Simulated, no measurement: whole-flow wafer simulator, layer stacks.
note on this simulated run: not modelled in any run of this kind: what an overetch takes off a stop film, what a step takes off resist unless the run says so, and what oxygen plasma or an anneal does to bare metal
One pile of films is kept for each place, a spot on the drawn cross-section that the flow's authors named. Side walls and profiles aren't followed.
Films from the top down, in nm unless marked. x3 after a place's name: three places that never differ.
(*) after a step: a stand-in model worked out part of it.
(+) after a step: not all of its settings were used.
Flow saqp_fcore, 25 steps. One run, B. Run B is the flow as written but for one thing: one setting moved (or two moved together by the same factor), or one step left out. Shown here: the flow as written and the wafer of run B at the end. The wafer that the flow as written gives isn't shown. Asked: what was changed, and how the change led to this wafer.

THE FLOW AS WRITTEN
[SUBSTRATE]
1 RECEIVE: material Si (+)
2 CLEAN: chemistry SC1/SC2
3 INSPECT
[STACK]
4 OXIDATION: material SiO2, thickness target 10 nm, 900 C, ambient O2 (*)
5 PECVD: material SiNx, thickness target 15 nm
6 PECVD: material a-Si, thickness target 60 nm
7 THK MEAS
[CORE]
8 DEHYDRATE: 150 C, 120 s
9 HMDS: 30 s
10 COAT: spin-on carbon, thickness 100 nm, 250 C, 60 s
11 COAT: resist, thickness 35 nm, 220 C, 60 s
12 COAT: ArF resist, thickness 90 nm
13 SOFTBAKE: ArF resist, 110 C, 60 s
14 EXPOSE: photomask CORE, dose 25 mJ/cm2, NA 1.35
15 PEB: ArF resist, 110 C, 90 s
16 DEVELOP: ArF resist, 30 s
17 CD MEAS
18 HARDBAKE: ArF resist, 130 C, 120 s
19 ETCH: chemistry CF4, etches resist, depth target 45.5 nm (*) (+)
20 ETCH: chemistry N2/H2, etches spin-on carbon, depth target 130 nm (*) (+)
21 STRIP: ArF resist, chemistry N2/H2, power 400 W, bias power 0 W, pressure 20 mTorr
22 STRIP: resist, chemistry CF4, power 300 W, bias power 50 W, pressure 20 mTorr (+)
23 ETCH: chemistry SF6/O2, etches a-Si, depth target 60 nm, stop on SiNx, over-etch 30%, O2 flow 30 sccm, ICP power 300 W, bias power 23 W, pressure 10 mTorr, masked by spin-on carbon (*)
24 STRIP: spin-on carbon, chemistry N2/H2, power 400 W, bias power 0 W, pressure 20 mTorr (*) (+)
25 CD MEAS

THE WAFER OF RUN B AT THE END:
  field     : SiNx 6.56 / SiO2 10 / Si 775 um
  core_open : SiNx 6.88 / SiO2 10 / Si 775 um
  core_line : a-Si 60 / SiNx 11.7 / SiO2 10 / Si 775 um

The cause: step 5, PECVD: thickness target 11.7 nm was run, where the flow has thickness target 15 nm.
It can be read off the wafer: core_line has SiNx 11.7, and step 5 as written asks for 15 nm.

How the change led to this, step by step:
  5 PECVD: material SiNx, thickness target 15 nm
      field, core_open, core_line: SiNx +11.7 (new film) (as written it would be: SiNx +15 (new film))
